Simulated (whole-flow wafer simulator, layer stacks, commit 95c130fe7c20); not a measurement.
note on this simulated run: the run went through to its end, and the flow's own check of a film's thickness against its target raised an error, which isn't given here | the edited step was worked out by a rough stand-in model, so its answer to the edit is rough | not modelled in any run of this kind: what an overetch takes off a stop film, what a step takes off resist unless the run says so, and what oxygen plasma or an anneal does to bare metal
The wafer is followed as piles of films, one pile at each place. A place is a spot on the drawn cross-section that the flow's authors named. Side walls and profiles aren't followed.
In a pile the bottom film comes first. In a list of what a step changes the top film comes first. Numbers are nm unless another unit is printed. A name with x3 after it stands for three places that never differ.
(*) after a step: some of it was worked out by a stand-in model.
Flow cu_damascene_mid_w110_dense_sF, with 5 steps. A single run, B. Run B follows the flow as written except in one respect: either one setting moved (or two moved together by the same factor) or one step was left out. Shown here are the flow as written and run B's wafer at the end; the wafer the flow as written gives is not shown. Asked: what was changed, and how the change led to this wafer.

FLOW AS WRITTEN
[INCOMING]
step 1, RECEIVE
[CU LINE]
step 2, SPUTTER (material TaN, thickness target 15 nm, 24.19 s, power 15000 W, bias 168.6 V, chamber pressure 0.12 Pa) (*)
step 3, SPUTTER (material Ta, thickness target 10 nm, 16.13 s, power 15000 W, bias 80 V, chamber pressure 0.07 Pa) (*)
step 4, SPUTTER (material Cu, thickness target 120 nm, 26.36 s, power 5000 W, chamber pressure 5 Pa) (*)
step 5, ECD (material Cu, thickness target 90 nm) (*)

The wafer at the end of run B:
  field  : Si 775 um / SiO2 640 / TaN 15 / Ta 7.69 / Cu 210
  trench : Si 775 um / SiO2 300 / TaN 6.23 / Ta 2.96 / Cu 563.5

What caused this: step 3, SPUTTER: power 11540 W was run, though the flow has power 15000 W.

The path from the change to this, step by step:
  step 3, SPUTTER (material Ta, thickness target 10 nm, 16.13 s, power 15000 W, bias 80 V, chamber pressure 0.07 Pa) (*)
      field: +7.69 Ta (new film) (as written it would have been: +10 Ta (new film))
      trench: +2.96 Ta (new film) (as written it would have been: +4.05 Ta (new film))
